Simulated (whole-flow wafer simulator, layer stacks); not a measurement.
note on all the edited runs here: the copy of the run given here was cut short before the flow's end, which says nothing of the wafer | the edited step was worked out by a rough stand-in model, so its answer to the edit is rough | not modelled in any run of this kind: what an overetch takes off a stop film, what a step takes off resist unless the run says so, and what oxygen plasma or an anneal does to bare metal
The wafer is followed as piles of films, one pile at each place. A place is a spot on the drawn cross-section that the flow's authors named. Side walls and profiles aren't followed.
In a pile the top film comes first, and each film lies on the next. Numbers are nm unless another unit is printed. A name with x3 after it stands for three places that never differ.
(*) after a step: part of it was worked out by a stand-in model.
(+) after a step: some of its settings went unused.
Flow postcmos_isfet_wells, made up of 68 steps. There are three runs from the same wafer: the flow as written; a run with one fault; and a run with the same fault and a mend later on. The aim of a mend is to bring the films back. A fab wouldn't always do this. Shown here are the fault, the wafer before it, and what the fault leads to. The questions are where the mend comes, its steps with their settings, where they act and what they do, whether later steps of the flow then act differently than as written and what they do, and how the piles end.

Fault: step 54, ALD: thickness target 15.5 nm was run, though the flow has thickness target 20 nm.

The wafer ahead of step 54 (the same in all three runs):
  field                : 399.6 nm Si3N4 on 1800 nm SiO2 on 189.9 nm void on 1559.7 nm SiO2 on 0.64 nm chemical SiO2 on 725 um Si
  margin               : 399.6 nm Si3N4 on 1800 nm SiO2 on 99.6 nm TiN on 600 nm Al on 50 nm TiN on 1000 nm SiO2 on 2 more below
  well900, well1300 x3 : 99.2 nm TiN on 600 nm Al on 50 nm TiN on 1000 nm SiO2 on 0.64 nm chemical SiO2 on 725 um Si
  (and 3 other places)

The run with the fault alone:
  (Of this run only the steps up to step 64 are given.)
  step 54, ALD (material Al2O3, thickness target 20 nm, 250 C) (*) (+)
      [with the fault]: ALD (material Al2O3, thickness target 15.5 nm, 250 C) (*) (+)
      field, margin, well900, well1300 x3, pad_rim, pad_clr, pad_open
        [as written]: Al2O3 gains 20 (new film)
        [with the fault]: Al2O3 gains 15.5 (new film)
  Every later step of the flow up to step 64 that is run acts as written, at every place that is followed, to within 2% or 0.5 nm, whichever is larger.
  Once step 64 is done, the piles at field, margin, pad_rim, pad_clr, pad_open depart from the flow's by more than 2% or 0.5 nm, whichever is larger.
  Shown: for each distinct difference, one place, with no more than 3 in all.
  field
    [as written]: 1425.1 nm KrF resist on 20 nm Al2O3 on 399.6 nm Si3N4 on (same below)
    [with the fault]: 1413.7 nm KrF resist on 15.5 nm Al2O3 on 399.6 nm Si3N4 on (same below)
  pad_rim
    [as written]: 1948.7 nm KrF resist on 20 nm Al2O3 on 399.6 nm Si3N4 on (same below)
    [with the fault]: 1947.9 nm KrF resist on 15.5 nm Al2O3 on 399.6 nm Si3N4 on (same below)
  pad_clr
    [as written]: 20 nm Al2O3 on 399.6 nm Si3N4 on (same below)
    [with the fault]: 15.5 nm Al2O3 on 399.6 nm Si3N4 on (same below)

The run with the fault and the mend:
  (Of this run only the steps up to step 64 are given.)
  After step 54 comes the mend.
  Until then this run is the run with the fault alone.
  step 54a, ALD (material Al2O3, thickness target 4.5 nm, 250 C) (*) (+) (a further turn of the flow's step 54, with different settings)
      field, margin, well900, well1300 x3, pad_rim, pad_clr, pad_open
        Al2O3 gains 4.5
  Every later step of the flow up to step 64 that is run acts as written at every place that is followed.
  The piles after step 64 are the same as the flow's at every place that both follow.
